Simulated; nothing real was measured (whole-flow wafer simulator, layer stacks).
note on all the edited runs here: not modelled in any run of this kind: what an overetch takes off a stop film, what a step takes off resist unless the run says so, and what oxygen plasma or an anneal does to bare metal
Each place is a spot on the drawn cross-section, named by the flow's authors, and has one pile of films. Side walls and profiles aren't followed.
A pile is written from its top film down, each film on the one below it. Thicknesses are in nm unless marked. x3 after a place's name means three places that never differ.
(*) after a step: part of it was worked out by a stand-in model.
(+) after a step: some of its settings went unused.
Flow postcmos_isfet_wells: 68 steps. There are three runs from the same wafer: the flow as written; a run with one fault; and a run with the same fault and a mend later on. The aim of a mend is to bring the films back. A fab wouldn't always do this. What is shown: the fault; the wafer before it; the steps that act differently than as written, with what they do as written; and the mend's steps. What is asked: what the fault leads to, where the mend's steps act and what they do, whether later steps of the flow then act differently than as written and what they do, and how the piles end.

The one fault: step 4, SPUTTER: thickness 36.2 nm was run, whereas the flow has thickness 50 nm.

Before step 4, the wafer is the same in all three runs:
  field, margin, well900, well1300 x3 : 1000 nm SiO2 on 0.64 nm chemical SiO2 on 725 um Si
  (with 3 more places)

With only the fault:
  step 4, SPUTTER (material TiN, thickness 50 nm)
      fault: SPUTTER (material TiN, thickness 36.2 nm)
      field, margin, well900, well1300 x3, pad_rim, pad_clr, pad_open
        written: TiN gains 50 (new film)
        fault: TiN gains 36.2 (new film)
  Steps further on in the flow that do not act as written:
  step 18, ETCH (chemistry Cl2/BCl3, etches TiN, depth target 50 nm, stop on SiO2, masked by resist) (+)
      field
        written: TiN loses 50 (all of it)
        fault: TiN loses 36.2 (all of it)
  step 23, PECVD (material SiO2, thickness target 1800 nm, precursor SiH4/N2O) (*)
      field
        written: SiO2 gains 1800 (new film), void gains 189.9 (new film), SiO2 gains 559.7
        fault: SiO2 gains 1800 (new film), void gains 179.5 (new film), SiO2 gains 556.3
  The piles end different from the flow's at field, margin, well900, well1300 x3, pad_rim, pad_clr, pad_open by more than 2% or 0.5 nm, whichever is larger.
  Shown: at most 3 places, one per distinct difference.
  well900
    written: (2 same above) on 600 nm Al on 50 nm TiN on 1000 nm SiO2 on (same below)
    fault: (2 same above) on 600 nm Al on 36.2 nm TiN on 1000 nm SiO2 on (same below)
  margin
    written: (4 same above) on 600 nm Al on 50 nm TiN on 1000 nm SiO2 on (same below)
    fault: (4 same above) on 600 nm Al on 36.2 nm TiN on 1000 nm SiO2 on (same below)
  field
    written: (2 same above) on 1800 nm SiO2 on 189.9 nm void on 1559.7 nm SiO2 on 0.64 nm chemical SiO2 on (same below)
    fault: (2 same above) on 1800 nm SiO2 on 179.5 nm void on 1556.3 nm SiO2 on 0.64 nm chemical SiO2 on (same below)

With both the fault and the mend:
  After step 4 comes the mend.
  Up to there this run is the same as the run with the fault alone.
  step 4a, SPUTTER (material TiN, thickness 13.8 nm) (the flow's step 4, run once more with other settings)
      field, margin, well900, well1300 x3, pad_rim, pad_clr, pad_open
        TiN gains 13.8
  Every later step of the flow that is run acts as written at every place that is followed.
  By the end, the piles equal the flow's at every place that both follow.
